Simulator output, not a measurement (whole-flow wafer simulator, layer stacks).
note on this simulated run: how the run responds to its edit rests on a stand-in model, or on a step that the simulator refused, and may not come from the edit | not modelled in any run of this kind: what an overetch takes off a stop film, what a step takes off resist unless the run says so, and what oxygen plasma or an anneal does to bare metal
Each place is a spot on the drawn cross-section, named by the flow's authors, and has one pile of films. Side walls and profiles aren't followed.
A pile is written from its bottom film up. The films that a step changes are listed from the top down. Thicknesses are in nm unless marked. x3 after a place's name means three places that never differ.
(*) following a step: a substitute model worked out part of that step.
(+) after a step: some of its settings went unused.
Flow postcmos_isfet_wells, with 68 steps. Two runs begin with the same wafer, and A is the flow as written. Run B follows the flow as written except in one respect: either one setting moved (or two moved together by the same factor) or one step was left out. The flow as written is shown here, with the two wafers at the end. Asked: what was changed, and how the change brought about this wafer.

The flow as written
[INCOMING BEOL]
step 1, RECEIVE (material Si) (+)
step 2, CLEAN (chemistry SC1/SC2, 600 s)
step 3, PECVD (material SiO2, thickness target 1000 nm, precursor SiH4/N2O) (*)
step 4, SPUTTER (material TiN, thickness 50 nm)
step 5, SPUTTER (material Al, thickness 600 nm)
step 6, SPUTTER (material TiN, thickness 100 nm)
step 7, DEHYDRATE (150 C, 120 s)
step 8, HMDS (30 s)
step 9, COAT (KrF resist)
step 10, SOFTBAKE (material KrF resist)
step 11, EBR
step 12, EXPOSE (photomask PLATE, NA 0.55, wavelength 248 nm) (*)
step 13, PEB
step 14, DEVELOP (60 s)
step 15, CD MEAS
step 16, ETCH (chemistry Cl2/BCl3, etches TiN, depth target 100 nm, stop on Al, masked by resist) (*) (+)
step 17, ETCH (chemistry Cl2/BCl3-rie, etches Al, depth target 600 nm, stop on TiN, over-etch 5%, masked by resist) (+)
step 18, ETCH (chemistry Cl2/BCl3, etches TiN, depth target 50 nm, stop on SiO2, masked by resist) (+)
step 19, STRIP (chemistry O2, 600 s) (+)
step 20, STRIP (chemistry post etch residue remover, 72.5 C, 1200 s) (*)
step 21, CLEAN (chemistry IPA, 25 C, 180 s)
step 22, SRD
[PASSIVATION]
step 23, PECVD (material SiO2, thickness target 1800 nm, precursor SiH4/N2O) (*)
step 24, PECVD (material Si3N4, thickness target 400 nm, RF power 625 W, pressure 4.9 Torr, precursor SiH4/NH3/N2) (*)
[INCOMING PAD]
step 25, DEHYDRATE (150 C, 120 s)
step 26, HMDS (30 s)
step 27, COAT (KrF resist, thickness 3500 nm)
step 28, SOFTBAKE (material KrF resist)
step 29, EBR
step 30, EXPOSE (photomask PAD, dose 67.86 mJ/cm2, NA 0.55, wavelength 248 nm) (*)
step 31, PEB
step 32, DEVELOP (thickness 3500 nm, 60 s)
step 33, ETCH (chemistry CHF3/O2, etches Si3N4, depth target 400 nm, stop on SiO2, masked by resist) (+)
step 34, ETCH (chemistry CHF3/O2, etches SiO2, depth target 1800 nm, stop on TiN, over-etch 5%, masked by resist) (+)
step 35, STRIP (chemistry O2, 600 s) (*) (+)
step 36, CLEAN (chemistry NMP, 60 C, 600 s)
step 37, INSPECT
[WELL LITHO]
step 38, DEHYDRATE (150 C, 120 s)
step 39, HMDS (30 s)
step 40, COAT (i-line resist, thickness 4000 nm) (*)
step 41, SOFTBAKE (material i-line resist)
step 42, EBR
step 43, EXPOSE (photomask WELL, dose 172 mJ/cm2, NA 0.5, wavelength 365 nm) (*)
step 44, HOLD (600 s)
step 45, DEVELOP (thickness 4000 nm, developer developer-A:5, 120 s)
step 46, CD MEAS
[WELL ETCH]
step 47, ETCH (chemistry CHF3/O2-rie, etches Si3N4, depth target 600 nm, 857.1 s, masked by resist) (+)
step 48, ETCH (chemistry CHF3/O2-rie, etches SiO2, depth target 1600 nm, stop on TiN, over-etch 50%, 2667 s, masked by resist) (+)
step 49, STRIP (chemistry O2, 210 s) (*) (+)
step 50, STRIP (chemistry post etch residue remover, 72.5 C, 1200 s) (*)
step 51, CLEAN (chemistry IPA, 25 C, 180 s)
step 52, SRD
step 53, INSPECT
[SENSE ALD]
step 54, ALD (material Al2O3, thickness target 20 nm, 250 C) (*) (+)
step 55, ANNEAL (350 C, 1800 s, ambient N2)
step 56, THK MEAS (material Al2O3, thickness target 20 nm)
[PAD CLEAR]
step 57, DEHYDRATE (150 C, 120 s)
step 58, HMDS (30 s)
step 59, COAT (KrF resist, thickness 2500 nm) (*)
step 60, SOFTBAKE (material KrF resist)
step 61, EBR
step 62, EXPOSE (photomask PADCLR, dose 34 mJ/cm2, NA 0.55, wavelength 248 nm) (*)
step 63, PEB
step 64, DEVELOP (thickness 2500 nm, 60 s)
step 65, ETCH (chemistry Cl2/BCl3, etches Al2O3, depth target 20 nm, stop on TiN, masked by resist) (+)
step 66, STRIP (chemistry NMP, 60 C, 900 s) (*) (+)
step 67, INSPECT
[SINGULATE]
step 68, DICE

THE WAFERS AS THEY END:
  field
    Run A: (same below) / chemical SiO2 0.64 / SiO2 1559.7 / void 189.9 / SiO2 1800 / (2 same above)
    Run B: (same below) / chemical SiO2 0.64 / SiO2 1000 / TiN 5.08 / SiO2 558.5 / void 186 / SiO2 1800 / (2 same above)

The reason: step 18, ETCH: depth target 44.5 nm was run, though the flow has depth target 50 nm.

The path from the change to this, step by step:
  step 18, ETCH (chemistry Cl2/BCl3, etches TiN, depth target 50 nm, stop on SiO2, masked by resist) (+)
      field: A -50 TiN (all of it) | B -44.5 TiN
      margin, well900, well1300 x3, pad_rim, pad_clr, pad_open: A -20 KrF resist | B -17.8 KrF resist
  step 23, PECVD (material SiO2, thickness target 1800 nm, precursor SiH4/N2O) (*)
      field: A +1800 SiO2 (new film), +189.9 void (new film), +559.7 SiO2 | B +1800 SiO2 (new film), +186 void (new film), +558.5 SiO2 (new film)
With metal films that touch counted as one body, field has 1 body; the flow as written gives 0 bodies.
